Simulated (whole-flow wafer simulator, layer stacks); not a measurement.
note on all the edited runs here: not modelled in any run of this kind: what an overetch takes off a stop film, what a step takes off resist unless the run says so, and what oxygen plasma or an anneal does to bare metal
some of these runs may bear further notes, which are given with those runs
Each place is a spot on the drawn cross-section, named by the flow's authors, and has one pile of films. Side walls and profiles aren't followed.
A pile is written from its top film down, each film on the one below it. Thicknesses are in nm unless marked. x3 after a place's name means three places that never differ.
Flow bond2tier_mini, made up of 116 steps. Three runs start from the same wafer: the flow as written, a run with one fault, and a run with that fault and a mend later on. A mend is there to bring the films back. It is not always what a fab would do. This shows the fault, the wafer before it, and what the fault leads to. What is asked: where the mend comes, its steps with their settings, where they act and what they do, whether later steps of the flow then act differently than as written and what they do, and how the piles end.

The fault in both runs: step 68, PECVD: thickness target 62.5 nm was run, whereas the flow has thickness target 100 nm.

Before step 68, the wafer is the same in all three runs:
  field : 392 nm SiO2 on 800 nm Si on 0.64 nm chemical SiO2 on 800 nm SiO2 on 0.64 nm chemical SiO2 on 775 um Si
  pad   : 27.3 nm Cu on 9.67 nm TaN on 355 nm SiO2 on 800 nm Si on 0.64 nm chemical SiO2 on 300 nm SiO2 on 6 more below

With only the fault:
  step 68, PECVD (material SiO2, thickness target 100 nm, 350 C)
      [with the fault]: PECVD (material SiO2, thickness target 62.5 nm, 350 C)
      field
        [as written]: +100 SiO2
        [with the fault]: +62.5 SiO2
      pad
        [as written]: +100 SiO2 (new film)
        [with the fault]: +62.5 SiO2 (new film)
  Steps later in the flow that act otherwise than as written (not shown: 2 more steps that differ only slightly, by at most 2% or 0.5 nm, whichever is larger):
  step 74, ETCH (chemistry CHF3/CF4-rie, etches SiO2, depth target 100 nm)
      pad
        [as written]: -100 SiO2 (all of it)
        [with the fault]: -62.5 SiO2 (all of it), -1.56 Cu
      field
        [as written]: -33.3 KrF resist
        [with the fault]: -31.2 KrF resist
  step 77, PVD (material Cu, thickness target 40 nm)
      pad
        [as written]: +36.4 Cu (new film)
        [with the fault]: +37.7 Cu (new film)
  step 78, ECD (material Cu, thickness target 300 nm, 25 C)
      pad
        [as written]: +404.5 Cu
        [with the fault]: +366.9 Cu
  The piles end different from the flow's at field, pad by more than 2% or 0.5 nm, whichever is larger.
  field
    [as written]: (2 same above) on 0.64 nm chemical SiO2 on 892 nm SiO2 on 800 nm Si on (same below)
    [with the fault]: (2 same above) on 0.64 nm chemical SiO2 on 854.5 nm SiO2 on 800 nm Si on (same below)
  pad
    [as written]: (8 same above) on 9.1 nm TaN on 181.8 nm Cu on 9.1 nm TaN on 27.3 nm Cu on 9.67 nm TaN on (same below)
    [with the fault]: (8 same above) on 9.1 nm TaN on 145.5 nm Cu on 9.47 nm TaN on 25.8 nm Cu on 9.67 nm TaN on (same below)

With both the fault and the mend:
  After step 68 comes the mend.
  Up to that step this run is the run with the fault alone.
  step 68a, PECVD (material SiO2, thickness target 37.5 nm, 350 C) (the flow's step 68 again, with other settings)
      field, pad
        +37.5 SiO2
  None of the later steps of the flow acts differently than as written at any place that is followed.
  At every place that both follow, the piles at the end match the flow's.
